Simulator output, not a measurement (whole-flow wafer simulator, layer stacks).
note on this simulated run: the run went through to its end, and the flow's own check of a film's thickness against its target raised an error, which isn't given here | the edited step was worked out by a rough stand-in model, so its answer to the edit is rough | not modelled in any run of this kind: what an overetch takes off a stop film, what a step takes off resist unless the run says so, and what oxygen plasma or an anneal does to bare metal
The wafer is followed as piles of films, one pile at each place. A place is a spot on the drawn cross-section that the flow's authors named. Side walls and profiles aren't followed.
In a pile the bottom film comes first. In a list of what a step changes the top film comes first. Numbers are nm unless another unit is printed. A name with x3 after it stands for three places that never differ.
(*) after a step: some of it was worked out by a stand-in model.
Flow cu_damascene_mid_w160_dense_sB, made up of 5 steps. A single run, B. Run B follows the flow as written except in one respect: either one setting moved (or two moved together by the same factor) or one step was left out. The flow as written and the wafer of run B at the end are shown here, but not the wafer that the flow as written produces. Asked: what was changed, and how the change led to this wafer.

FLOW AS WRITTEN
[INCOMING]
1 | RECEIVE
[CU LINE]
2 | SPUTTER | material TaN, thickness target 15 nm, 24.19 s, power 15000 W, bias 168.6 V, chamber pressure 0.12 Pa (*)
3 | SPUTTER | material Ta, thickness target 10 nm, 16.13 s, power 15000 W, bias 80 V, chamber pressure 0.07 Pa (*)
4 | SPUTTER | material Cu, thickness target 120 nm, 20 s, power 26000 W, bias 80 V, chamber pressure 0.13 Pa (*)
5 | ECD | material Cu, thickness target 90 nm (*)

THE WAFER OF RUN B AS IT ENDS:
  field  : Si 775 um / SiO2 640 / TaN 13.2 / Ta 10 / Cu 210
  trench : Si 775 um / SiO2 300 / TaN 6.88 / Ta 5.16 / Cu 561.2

What caused this: step 2, SPUTTER: thickness target 13.2 nm was run, whereas the flow has thickness target 15 nm; step 2, SPUTTER: 21.36 s was run, where the flow has 24.19 s.
One can read it off the wafer: field has TaN 13.2, and step 2 as written asks for 15 nm.

How this came from the change, step by step:
  2 | SPUTTER | material TaN, thickness target 15 nm, 24.19 s, power 15000 W, bias 168.6 V, chamber pressure 0.12 Pa (*)
      field: TaN gains 13.2 (new film) (as written it would have been: TaN gains 15 (new film))
      trench: TaN gains 6.88 (new film) (as written it would have been: TaN gains 7.82 (new film))
